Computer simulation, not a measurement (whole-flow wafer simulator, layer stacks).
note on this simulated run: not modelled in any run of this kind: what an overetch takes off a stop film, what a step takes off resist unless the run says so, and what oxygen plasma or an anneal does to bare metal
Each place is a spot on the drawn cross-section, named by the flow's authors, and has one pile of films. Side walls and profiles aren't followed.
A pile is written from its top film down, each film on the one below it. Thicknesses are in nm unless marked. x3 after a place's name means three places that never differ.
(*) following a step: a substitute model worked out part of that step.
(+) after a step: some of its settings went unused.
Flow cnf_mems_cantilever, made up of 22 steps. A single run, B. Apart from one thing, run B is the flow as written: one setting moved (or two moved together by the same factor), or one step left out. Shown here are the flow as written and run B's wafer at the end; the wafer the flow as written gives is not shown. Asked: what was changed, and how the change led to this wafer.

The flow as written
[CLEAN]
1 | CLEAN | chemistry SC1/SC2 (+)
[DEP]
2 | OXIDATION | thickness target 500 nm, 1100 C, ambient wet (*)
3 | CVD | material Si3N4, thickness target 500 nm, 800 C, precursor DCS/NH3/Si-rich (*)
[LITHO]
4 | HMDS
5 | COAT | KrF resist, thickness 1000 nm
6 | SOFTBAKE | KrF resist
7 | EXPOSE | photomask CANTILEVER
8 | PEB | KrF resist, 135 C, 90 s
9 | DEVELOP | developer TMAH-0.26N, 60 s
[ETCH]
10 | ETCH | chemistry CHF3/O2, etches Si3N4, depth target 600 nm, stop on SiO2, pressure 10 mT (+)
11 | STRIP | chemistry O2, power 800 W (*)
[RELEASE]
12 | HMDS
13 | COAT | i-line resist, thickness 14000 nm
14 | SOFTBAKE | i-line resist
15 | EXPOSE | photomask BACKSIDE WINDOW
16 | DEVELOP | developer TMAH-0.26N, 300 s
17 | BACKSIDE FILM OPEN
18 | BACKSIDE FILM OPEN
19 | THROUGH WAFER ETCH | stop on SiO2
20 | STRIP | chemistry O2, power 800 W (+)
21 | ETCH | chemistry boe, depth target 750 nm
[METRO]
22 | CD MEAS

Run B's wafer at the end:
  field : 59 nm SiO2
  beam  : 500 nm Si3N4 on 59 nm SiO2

What caused this: step 21, ETCH: depth target 441 nm was run, while the flow as written has depth target 750 nm.

The path from the change to this, step by step:
  21 | ETCH | chemistry boe, depth target 750 nm
      field: -441 SiO2 (in the flow as written it would be: -500 SiO2 (all of it))
      beam: under 1 film: -441 SiO2 (in the flow as written it would be: under 1 film: -500 SiO2 (all of it))
